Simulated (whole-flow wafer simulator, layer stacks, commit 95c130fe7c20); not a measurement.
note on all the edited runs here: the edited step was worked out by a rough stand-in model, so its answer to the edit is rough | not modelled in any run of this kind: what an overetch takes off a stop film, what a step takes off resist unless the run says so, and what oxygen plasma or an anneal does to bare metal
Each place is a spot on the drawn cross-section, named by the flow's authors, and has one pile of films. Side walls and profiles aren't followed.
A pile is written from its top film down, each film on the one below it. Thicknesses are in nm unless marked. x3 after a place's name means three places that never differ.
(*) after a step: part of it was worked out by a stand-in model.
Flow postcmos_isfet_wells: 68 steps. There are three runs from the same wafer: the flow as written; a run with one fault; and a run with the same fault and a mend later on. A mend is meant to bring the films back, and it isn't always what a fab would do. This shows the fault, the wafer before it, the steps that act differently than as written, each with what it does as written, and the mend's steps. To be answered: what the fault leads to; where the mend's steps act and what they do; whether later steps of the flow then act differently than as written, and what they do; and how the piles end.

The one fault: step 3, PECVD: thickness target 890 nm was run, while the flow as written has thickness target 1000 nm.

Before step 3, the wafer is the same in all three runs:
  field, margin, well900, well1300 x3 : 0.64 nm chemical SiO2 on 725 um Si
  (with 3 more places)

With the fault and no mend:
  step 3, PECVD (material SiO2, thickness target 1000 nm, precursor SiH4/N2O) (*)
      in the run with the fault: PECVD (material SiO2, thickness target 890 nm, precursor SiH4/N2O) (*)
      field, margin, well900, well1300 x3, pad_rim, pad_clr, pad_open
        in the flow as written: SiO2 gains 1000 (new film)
        in the run with the fault: SiO2 gains 890 (new film)
  Later steps of the flow that are run all act as written at every place that is followed.
  At field, margin, well900, well1300 x3, pad_rim, pad_clr, pad_open, the piles at the end differ from the flow's by more than 2% or 0.5 nm, whichever is larger.
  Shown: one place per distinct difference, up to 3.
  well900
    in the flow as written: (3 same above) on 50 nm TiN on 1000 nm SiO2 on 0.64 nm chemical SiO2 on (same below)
    in the run with the fault: (3 same above) on 50 nm TiN on 890 nm SiO2 on 0.64 nm chemical SiO2 on (same below)
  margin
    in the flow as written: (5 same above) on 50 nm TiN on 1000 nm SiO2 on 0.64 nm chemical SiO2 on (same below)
    in the run with the fault: (5 same above) on 50 nm TiN on 890 nm SiO2 on 0.64 nm chemical SiO2 on (same below)
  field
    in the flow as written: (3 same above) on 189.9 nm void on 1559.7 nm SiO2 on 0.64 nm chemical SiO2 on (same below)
    in the run with the fault: (3 same above) on 189.9 nm void on 1449.7 nm SiO2 on 0.64 nm chemical SiO2 on (same below)

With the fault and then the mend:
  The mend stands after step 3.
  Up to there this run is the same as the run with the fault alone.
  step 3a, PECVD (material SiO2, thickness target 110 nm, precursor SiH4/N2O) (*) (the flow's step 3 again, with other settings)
      field, margin, well900, well1300 x3, pad_rim, pad_clr, pad_open
        SiO2 gains 110
  Later steps of the flow that are run all act as written at every place that is followed.
  The piles end the same as the flow's at every place that both follow.
